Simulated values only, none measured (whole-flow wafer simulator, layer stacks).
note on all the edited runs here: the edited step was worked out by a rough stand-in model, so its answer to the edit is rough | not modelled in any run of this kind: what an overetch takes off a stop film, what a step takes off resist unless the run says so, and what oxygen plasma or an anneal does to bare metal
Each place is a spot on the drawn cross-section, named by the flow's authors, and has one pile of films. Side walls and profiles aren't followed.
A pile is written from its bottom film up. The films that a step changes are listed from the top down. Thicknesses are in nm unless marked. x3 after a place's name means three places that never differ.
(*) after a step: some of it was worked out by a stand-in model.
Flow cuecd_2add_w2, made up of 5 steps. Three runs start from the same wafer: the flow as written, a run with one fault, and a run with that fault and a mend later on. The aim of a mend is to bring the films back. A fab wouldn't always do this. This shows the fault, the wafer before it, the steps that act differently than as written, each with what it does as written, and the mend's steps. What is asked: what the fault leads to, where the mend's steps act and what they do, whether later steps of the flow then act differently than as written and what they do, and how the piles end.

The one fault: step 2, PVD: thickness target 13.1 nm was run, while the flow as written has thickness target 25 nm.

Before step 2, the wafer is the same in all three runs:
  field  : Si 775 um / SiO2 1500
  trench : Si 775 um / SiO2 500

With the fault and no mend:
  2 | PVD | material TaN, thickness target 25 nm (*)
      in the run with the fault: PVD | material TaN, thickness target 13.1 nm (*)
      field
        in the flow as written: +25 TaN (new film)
        in the run with the fault: +13.1 TaN (new film)
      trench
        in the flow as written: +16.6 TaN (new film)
        in the run with the fault: +8.69 TaN (new film)
  Every later step of the flow that is run acts as written, at every place that is followed, to within 2% or 0.5 nm, whichever is larger.
  By the end, the piles at field, trench depart from the flow's by more than 2% or 0.5 nm, whichever is larger.
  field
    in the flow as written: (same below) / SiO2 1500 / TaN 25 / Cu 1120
    in the run with the fault: (same below) / SiO2 1500 / TaN 13.1 / Cu 1120
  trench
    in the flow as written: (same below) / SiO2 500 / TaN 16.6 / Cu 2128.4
    in the run with the fault: (same below) / SiO2 500 / TaN 8.69 / Cu 2124.4

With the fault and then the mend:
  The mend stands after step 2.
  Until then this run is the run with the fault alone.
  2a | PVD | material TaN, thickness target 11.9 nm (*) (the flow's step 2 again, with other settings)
      field
        +11.9 TaN
      trench
        +7.87 TaN
  Every later step of the flow that is run acts as written at every place that is followed.
  By the end, the piles equal the flow's at every place that both follow.
